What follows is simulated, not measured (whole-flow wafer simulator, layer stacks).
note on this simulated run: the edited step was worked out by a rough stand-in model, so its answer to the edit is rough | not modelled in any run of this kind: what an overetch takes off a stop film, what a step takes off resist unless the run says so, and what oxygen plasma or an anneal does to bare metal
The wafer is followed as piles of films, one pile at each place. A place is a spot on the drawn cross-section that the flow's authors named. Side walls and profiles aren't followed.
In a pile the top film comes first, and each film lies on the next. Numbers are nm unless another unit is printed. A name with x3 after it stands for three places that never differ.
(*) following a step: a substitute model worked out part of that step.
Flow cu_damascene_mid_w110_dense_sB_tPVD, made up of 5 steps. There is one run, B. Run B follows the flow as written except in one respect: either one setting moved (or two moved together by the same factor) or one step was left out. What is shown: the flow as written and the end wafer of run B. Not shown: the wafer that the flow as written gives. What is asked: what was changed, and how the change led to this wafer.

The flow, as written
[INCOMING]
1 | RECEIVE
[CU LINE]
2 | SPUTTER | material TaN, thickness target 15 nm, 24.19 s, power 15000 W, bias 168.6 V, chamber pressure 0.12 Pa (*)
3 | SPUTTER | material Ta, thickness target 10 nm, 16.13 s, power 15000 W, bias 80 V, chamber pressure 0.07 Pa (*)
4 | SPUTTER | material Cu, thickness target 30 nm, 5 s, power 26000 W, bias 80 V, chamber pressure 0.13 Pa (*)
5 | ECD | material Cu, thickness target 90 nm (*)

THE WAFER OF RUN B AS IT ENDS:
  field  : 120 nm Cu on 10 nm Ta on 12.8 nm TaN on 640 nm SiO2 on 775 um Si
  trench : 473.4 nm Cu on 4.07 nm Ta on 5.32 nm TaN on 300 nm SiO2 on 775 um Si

The reason: step 2, SPUTTER: thickness target 12.8 nm was run, while the flow as written has thickness target 15 nm.
One can read it off the wafer: field has TaN 12.8, and step 2 as written asks for 15 nm.

How this came from the change, step by step:
  2 | SPUTTER | material TaN, thickness target 15 nm, 24.19 s, power 15000 W, bias 168.6 V, chamber pressure 0.12 Pa (*)
      field: +12.8 TaN (new film) (as written it would have been: +15 TaN (new film))
      trench: +5.32 TaN (new film) (as written it would have been: +6.23 TaN (new film))
